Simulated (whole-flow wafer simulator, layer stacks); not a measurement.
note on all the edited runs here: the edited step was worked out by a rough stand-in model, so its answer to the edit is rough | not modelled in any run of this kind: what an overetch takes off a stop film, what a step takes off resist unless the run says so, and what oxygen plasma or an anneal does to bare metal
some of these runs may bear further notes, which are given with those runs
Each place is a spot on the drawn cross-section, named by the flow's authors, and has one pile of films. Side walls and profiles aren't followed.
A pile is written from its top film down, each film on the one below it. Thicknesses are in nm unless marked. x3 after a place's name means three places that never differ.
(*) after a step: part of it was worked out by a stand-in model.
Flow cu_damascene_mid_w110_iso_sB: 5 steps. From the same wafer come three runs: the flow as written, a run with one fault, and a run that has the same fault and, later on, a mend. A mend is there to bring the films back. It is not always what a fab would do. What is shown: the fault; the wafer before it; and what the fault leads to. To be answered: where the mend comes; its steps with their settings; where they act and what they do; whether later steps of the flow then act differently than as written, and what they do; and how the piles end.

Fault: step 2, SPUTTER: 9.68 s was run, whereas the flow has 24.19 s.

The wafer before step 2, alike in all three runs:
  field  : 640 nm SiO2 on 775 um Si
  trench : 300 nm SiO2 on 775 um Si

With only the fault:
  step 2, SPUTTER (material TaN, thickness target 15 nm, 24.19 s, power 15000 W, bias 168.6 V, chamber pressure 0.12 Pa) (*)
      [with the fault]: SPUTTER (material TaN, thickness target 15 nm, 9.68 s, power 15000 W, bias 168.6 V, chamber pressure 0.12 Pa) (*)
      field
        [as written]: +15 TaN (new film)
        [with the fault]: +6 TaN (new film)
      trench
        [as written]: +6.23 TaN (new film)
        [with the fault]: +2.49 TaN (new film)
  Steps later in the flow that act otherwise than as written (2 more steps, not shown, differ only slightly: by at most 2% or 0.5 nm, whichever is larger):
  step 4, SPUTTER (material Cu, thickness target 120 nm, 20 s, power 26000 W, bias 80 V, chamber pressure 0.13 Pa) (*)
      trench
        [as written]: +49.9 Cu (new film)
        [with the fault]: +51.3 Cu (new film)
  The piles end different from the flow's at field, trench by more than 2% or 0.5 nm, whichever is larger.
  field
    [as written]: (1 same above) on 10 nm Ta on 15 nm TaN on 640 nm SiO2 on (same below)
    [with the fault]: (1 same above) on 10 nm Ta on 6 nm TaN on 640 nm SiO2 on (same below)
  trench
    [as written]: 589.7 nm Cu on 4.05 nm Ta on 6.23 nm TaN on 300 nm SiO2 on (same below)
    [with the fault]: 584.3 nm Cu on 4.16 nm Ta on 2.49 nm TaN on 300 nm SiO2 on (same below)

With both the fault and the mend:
  The mend stands after step 2.
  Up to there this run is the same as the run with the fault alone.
  step 2a, SPUTTER (material TaN, thickness target 15 nm, 14.51 s, power 15000 W, bias 168.6 V, chamber pressure 0.12 Pa) (*) (the flow's step 2 again, with other settings)
      field
        +9 TaN
      trench
        +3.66 TaN
  Later steps of the flow that are run all act as written at every place that is followed, up to a difference of at most 2% or 0.5 nm, whichever is larger.
  At the end the piles are close to the flow's at the places that both follow, differing by at most 2% or 0.5 nm, whichever is larger.
